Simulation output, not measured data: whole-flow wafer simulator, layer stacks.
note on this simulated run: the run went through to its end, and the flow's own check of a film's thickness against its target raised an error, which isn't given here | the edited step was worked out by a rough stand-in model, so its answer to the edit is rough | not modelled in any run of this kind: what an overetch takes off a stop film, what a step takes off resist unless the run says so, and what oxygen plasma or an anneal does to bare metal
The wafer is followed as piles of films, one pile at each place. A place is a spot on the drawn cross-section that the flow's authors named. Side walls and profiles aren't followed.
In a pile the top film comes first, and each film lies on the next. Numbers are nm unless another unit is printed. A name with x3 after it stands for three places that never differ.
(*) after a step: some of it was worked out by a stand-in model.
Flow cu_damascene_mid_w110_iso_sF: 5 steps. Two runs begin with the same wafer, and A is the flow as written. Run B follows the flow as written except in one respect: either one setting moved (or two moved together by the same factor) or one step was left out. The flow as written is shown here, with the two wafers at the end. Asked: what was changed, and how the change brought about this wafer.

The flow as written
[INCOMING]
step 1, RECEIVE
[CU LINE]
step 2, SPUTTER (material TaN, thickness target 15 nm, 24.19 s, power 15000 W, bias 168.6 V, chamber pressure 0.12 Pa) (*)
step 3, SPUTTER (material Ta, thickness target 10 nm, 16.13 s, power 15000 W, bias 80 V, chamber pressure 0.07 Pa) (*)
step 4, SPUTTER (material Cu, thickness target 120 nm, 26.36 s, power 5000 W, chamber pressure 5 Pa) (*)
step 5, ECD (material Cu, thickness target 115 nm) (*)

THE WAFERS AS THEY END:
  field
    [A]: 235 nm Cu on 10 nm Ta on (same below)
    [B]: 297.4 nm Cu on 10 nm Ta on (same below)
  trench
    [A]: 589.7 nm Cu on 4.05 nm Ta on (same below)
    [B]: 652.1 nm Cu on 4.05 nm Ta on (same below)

The reason: step 4, SPUTTER: 39.54 s was run, while the flow as written has 26.36 s.

Step by step, how the change led to this:
  step 4, SPUTTER (material Cu, thickness target 120 nm, 26.36 s, power 5000 W, chamber pressure 5 Pa) (*)
      field: A +120 Cu (new film) | B +182.4 Cu (new film)
      trench: A +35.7 Cu (new film) | B +54.2 Cu (new film)
  step 5, ECD (material Cu, thickness target 115 nm) (*)
      trench: A +554 Cu | B +597.8 Cu
